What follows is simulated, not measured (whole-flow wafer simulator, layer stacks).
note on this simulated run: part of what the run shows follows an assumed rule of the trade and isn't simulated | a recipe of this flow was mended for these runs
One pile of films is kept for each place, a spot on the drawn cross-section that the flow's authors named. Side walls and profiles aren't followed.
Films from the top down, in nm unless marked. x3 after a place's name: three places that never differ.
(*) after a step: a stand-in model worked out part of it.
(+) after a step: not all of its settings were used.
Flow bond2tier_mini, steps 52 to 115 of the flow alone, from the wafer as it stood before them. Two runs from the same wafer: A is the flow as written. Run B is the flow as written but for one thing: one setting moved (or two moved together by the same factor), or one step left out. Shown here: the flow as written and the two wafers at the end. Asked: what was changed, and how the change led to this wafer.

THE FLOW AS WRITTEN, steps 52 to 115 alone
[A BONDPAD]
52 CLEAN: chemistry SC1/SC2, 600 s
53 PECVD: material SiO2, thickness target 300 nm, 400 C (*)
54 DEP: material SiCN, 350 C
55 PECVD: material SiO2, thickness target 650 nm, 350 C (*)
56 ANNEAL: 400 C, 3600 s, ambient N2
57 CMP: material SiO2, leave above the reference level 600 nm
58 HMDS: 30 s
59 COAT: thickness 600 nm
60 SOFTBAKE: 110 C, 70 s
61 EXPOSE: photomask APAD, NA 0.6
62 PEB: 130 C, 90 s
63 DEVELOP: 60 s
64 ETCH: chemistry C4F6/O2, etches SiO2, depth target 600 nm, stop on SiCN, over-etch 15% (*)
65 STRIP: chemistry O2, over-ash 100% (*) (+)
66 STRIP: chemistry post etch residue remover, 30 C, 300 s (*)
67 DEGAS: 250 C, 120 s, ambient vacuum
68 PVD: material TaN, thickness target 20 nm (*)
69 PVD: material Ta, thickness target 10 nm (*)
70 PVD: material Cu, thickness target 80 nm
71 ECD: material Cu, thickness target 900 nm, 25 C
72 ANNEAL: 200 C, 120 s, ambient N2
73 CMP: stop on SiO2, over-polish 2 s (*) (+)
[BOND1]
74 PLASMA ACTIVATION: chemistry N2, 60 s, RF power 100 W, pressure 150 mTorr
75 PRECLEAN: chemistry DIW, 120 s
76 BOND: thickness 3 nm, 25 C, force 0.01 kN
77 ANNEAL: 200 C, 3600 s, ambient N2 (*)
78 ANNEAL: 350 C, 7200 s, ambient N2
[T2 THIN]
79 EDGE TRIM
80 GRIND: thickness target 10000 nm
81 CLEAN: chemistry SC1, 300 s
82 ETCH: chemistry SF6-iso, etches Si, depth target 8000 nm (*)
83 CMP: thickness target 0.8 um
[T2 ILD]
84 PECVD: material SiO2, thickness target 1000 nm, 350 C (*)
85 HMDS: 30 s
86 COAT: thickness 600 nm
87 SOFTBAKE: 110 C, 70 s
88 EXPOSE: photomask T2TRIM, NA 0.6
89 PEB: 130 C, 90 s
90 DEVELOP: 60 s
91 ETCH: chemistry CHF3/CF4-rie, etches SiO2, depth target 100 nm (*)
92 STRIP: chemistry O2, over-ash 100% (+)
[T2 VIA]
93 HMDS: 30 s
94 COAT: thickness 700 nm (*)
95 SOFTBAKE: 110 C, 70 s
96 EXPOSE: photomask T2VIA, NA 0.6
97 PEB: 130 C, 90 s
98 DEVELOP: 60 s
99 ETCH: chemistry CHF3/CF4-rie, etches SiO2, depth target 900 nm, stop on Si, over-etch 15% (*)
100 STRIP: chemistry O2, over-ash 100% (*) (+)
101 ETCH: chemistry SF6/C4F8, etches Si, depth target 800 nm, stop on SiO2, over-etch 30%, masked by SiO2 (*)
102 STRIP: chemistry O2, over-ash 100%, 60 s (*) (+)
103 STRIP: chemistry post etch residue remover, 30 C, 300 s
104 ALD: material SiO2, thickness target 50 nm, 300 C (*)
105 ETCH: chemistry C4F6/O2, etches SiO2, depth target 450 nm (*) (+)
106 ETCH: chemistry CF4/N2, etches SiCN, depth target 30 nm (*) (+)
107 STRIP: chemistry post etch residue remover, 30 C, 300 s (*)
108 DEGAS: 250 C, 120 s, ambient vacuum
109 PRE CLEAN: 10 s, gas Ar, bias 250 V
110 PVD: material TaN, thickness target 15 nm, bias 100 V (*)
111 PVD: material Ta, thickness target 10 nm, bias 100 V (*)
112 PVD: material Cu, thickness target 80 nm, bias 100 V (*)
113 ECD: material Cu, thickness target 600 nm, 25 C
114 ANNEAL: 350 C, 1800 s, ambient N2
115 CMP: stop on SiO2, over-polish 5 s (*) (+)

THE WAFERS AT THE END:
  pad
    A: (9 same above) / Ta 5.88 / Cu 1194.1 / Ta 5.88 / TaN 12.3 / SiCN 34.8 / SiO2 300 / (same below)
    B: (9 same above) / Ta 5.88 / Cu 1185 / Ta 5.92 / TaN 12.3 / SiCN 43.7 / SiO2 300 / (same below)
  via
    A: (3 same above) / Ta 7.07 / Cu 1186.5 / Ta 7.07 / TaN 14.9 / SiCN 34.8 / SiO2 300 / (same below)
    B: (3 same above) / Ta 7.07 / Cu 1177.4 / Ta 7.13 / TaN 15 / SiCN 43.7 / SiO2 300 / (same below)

The cause: step 64, ETCH: over-etch 6.19% was run, where the flow has over-etch 15%.

How the change led to this, step by step:
  64 ETCH: chemistry C4F6/O2, etches SiO2, depth target 600 nm, stop on SiCN, over-etch 15% (*)
      pad, via: A SiO2 -600 (all of it), SiCN -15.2 | B SiO2 -600 (all of it), SiCN -6.26
      field: A thick-KrF-resist -115 | B thick-KrF-resist -106.2
